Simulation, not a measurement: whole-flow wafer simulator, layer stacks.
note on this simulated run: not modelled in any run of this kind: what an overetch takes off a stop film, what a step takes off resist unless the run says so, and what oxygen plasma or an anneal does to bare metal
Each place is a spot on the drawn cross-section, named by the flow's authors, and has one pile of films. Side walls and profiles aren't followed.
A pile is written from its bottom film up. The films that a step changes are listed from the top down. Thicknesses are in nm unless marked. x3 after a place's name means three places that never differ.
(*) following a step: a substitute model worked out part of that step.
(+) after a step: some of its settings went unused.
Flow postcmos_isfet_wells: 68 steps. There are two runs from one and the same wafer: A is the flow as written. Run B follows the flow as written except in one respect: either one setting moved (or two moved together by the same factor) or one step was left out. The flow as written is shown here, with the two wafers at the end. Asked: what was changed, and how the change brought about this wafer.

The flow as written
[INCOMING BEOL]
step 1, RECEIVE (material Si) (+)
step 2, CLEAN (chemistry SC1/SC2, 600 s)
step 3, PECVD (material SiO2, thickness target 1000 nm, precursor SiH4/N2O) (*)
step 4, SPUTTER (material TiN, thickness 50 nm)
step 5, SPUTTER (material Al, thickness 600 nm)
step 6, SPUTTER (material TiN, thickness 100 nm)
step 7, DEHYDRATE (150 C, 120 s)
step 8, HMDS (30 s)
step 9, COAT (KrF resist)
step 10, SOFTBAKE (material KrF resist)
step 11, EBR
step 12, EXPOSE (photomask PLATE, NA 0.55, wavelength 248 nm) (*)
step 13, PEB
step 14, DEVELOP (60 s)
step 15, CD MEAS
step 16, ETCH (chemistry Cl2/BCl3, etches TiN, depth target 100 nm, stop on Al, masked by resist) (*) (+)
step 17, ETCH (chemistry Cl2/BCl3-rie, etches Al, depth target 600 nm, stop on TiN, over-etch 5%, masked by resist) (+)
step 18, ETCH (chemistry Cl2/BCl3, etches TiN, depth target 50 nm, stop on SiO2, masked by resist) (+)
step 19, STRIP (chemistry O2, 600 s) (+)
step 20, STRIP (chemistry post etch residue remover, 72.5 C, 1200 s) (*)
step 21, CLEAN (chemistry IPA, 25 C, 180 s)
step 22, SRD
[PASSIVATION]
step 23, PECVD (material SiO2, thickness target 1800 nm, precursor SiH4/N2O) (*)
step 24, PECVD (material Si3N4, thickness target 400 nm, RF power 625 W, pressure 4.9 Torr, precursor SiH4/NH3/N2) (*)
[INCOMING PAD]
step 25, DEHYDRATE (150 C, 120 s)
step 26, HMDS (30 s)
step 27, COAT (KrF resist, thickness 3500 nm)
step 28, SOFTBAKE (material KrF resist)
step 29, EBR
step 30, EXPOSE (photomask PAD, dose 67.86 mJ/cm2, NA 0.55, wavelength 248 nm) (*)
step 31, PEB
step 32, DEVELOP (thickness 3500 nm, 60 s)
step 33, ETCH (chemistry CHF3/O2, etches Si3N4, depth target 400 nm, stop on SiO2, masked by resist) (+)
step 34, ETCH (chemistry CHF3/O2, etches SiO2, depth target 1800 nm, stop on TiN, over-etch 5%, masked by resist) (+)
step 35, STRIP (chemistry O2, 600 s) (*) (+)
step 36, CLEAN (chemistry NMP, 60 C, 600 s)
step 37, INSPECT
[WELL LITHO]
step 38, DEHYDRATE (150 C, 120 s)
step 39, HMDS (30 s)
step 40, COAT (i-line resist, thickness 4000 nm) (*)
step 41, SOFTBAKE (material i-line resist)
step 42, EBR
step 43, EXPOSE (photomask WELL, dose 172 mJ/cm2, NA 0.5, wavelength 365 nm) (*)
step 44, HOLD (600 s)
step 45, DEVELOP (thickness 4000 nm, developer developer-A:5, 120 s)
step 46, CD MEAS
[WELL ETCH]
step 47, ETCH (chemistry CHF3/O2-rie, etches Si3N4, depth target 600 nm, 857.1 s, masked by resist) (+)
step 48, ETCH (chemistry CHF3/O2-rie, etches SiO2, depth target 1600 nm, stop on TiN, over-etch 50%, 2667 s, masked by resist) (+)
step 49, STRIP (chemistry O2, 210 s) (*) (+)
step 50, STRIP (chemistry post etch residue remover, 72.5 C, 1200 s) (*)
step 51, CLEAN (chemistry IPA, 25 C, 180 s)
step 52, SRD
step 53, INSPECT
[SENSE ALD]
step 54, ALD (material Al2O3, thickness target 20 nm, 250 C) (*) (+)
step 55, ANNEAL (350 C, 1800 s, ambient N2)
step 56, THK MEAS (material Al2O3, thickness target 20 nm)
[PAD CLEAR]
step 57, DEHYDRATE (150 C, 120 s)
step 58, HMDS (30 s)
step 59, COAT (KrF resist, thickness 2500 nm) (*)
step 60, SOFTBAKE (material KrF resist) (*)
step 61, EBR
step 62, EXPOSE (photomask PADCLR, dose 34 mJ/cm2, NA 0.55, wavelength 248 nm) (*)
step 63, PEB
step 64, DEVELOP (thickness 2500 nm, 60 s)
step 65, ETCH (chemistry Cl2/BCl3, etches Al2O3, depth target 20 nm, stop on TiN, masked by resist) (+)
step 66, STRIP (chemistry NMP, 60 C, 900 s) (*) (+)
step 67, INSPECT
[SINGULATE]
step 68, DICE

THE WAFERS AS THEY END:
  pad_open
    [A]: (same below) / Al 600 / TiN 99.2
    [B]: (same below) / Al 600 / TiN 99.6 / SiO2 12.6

What caused this: step 33, ETCH: depth target 388 nm was run, whereas the flow has depth target 400 nm.

How this came from the change, step by step:
  step 33, ETCH (chemistry CHF3/O2, etches Si3N4, depth target 400 nm, stop on SiO2, masked by resist) (+)
      pad_open: A -400 Si3N4 (all of it) | B -388 Si3N4
      field, margin, well900, well1300 x3, pad_rim, pad_clr: A -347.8 KrF resist | B -337.4 KrF resist
  step 34, ETCH (chemistry CHF3/O2, etches SiO2, depth target 1800 nm, stop on TiN, over-etch 5%, masked by resist) (+)
      pad_open: A -1800 SiO2 (all of it) | B -12 Si3N4 (all of it), -1787.4 SiO2
